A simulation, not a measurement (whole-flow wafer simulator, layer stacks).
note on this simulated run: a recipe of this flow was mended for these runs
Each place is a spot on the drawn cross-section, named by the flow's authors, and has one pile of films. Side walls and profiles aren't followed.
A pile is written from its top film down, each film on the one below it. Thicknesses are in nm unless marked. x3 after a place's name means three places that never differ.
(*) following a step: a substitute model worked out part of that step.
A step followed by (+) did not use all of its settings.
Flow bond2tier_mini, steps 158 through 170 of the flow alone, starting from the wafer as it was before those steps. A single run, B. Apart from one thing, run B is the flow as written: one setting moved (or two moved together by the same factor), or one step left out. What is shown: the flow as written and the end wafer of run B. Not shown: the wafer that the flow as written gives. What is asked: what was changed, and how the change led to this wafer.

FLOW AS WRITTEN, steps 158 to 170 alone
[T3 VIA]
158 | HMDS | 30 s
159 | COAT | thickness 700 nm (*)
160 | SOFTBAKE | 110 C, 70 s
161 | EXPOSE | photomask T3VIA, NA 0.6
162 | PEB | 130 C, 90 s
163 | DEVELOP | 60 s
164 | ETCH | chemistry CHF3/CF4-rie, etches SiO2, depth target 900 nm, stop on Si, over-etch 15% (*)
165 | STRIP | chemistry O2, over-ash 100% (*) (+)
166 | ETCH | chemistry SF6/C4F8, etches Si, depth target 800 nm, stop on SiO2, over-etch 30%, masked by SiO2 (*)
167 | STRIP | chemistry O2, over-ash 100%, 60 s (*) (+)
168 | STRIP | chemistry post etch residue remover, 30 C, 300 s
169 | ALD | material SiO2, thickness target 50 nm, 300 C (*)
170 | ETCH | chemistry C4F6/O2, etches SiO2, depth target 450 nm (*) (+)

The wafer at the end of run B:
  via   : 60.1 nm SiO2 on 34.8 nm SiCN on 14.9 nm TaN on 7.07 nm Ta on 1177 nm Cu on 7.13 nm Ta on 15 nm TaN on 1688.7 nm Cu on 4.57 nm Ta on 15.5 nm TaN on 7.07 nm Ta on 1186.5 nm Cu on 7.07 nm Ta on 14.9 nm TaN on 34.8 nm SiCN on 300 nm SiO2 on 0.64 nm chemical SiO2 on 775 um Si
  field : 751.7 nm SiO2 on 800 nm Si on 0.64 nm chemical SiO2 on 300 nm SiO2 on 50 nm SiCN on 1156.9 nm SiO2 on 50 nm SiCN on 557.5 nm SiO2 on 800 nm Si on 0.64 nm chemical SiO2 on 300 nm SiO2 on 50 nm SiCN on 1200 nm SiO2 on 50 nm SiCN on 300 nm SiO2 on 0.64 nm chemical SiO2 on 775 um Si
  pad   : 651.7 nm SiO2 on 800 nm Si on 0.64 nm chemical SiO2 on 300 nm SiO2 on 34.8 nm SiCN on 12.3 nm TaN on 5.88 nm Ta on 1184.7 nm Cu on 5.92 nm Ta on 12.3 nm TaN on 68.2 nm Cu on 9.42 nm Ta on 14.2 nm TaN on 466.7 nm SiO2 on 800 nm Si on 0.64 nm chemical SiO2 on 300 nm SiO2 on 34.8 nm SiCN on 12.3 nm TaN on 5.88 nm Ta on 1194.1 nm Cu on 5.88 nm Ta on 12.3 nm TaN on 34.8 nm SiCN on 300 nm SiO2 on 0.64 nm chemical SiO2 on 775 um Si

Cause: step 170, ETCH: depth target 288 nm was run, though the flow has depth target 450 nm.

The path from the change to this, step by step:
  170 | ETCH | chemistry C4F6/O2, etches SiO2, depth target 450 nm (*) (+)
      via: SiO2 loses 288 (as written it would have been: SiO2 loses 348.1 (all of it), SiCN loses 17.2)
      field, pad: SiO2 loses 288 (as written it would have been: SiO2 loses 450)
